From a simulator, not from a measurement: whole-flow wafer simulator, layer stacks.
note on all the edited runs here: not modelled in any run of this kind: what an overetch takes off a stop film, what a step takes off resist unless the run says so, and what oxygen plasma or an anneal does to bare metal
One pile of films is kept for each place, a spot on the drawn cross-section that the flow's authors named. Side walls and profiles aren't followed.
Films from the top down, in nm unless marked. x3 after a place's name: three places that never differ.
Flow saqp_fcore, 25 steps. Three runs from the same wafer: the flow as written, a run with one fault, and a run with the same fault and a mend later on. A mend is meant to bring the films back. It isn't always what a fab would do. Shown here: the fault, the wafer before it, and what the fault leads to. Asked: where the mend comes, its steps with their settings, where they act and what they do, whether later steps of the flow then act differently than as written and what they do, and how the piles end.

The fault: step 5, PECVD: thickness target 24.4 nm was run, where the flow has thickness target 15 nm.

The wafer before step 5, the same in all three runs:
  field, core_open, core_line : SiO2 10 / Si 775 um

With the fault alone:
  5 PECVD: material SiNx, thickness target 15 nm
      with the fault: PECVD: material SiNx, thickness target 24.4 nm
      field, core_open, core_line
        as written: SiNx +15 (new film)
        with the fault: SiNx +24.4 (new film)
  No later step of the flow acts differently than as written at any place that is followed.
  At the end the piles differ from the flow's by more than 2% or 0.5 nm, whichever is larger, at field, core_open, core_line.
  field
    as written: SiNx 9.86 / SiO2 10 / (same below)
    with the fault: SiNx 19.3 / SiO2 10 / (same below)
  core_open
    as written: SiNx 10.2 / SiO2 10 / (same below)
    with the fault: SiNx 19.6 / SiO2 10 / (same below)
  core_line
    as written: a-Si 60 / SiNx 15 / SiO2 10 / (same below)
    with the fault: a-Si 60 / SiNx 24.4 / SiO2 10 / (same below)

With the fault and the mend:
  The mend comes after step 5.
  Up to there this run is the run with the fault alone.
  5a ETCH: chemistry h3po4, depth target 28.06 nm
      field, core_open, core_line
        SiNx -24.4 (all of it)
  5b PECVD: material SiNx, thickness target 15 nm (the flow's step 5 once more)
      field, core_open, core_line
        SiNx +15 (new film)
  No later step of the flow acts differently than as written at any place that is followed.
  At the end the piles are the same as the flow's at every place that both follow.
